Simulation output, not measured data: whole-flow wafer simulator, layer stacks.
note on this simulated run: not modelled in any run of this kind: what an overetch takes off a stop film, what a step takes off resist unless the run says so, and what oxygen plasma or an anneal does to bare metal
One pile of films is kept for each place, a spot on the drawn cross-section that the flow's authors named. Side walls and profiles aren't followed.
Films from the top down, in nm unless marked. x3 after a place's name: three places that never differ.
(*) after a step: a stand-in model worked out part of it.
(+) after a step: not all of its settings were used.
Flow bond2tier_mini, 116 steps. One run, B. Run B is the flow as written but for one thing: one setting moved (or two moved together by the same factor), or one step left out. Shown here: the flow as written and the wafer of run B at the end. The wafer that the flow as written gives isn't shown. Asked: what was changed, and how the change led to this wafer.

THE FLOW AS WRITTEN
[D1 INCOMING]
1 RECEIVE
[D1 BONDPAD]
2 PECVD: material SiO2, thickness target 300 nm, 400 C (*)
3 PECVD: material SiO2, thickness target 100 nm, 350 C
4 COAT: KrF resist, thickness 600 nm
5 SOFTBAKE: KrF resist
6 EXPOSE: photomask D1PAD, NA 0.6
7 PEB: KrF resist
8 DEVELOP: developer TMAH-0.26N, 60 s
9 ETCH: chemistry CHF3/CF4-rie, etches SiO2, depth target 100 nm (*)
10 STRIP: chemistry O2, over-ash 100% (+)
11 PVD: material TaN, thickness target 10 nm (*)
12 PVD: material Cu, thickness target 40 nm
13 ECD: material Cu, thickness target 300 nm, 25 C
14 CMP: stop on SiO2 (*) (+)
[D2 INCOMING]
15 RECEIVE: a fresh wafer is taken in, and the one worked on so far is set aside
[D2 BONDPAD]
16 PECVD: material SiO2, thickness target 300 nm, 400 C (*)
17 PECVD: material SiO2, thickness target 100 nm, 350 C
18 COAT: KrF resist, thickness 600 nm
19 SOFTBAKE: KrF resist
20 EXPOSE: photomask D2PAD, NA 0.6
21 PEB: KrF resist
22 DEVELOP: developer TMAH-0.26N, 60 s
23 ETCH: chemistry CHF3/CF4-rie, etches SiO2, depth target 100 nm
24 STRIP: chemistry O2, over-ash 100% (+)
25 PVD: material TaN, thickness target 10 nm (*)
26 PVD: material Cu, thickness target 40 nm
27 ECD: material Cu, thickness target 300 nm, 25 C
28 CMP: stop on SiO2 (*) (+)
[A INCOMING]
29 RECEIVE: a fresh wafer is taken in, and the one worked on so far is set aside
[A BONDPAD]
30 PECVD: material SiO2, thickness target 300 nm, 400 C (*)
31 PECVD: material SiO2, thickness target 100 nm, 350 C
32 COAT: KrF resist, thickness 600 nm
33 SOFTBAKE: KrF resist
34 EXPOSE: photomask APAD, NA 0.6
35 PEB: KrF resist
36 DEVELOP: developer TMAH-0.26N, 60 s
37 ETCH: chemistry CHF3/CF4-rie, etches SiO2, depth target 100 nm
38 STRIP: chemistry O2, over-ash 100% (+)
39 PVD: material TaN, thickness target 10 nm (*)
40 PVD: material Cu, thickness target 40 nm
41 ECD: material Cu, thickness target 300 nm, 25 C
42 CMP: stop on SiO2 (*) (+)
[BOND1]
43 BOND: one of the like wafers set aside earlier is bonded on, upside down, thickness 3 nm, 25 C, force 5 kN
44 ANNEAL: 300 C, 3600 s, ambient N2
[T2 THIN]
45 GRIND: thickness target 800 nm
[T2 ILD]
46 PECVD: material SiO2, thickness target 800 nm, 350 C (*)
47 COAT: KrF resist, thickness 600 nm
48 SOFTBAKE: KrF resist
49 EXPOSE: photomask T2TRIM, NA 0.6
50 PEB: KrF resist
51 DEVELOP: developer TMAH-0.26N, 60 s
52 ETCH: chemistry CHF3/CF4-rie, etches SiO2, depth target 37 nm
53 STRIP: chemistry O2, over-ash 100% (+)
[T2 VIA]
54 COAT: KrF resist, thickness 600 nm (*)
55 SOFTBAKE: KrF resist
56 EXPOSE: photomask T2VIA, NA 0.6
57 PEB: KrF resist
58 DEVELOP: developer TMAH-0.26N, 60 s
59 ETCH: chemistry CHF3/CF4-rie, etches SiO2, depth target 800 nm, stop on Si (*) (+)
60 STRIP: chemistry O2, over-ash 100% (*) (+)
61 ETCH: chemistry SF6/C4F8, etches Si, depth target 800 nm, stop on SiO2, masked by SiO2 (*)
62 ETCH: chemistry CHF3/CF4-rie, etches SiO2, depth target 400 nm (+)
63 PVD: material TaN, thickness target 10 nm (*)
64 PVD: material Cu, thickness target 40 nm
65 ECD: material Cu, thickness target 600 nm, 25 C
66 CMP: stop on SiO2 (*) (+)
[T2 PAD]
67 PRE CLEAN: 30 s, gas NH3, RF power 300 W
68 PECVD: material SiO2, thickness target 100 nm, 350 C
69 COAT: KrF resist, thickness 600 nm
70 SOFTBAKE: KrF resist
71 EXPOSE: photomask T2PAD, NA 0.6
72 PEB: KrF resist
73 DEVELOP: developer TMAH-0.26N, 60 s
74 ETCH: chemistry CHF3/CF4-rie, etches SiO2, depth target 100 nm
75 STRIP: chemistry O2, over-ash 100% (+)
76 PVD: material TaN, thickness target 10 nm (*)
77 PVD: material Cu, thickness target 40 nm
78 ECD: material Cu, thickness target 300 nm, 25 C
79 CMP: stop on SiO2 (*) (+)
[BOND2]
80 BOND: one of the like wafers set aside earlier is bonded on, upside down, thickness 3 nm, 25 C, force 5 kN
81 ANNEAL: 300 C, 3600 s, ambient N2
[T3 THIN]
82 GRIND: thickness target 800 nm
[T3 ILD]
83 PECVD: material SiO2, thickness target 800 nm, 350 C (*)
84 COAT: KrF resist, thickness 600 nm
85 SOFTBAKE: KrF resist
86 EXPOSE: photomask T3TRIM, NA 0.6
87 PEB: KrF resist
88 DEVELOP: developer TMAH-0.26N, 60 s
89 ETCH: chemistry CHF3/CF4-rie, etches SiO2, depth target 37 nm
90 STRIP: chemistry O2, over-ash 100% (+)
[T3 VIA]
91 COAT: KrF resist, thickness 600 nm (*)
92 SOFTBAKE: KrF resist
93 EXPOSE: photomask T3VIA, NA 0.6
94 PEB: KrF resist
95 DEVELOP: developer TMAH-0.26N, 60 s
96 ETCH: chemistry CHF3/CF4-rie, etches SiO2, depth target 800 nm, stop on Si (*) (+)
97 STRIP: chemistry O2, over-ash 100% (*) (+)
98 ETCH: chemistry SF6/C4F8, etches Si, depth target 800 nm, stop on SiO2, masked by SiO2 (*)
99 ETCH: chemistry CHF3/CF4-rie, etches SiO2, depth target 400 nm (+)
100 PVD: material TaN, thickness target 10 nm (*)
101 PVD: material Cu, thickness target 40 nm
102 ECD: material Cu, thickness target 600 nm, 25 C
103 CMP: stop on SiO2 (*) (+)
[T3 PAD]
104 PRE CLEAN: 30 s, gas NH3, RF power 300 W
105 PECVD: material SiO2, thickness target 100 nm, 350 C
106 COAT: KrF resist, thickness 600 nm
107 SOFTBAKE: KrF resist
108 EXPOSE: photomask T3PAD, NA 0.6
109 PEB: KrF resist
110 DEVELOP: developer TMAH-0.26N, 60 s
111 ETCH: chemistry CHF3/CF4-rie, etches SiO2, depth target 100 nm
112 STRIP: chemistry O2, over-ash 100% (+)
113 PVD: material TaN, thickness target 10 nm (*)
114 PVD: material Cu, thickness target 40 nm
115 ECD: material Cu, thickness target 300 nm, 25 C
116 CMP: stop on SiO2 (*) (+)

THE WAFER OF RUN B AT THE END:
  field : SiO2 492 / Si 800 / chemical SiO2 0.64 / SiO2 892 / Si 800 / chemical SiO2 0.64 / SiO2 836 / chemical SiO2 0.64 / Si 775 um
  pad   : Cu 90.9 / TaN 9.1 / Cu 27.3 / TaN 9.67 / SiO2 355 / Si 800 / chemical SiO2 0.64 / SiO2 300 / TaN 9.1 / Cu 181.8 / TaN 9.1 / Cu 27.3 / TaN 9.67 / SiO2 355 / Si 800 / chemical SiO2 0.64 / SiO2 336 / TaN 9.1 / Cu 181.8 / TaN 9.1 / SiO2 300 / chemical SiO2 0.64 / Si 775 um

The cause: step 3, PECVD: thickness target 136 nm was run, where the flow has thickness target 100 nm.

How the change led to this, step by step:
  3 PECVD: material SiO2, thickness target 100 nm, 350 C
      field, pad, via: SiO2 +136 (as written it would be: SiO2 +100)
  43 BOND: one of the like wafers set aside earlier is bonded on, upside down, thickness 3 nm, 25 C, force 5 kN
      field: Si +775 um (new film), chemical SiO2 +0.64 (new film), SiO2 +436 (as written it would be: Si +775 um (new film), chemical SiO2 +0.64 (new film), SiO2 +400)
      pad: Si +775 um (new film), chemical SiO2 +0.64 (new film), SiO2 +336 (new film), TaN +9.1 (new film), Cu +90.9 (as written it would be: Si +775 um (new film), chemical SiO2 +0.64 (new film), SiO2 +300 (new film), TaN +9.1 (new film), Cu +90.9)
      (and at 1 more place)
